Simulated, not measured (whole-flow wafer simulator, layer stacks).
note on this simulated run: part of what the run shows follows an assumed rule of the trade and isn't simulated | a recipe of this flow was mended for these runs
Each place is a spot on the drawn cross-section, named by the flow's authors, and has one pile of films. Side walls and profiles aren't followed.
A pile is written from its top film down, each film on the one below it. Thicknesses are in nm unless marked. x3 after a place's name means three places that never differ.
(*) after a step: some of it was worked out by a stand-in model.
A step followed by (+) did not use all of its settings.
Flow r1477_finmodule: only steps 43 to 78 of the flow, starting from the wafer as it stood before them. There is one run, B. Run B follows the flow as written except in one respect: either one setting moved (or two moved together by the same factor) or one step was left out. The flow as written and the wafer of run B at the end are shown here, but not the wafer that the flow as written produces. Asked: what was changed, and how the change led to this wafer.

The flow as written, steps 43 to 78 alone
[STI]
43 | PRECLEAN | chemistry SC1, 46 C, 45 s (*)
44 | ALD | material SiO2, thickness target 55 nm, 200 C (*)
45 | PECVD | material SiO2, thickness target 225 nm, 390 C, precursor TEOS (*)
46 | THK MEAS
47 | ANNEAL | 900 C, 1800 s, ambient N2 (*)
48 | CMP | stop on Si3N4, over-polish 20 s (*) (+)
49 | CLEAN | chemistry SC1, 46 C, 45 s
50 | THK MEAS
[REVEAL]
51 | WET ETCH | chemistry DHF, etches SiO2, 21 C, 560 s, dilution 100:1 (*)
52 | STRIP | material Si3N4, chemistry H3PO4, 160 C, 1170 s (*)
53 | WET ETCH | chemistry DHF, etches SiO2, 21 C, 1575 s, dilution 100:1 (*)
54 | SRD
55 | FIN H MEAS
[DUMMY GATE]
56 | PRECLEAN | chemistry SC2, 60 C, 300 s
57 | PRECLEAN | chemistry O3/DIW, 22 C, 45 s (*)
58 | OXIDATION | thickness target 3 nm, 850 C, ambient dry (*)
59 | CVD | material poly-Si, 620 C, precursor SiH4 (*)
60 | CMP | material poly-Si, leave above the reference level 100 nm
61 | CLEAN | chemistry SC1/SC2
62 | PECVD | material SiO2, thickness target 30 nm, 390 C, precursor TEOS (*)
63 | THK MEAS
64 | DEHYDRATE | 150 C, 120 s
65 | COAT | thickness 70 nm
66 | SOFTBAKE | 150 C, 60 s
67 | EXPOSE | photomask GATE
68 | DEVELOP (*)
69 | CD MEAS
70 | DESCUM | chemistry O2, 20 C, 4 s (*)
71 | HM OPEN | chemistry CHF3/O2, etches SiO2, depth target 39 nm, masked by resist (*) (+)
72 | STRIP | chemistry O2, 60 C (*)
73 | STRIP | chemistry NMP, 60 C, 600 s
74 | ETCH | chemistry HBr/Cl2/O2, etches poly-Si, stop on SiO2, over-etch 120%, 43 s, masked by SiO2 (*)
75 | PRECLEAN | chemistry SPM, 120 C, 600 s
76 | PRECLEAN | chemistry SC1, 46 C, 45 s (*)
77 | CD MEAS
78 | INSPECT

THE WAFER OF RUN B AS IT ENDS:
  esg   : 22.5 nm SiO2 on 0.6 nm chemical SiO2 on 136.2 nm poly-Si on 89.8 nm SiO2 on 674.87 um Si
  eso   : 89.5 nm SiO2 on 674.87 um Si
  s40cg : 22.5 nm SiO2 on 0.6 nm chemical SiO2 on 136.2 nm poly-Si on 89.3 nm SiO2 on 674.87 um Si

The reason: step 53, WET ETCH: 1378 s was run, whereas the flow has 1575 s.

Step by step, how the change led to this:
  53 | WET ETCH | chemistry DHF, etches SiO2, 21 C, 1575 s, dilution 100:1 (*)
      esg, e40sg, e100sg and 17 more: SiO2 loses 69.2 (as written it would have been: SiO2 loses 79.1)
      pad, padg: SiO2 loses 75 (as written it would have been: SiO2 loses 85.7)
  59 | CVD | material poly-Si, 620 C, precursor SiH4 (*)
      esg, e40sg, e100sg and 15 more: poly-Si gains 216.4 (new film) (as written it would have been: poly-Si gains 226.3 (new film))
      e200sg, e200so: poly-Si gains 209.4 (new film) (as written it would have been: poly-Si gains 219.2 (new film))
  60 | CMP | material poly-Si, leave above the reference level 100 nm
      pad, padg: poly-Si loses 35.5 (as written it would have been: poly-Si loses 24.8)
  74 | ETCH | chemistry HBr/Cl2/O2, etches poly-Si, stop on SiO2, over-etch 120%, 43 s, masked by SiO2 (*)
      eso, e40so, e100so and 7 more: chemical SiO2 loses 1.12 (all of it), poly-Si loses 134 (all of it), SiO2 loses 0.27 (as written it would have been: chemical SiO2 loses 1.12 (all of it), poly-Si loses 143.9 (all of it), SiO2 loses 0.22)
      pad: chemical SiO2 loses 1.12 (all of it), poly-Si loses 142.1 (all of it), SiO2 loses 0.22 (as written it would have been: chemical SiO2 loses 1.12 (all of it), poly-Si loses 152.8 (all of it), SiO2 loses 0.17)
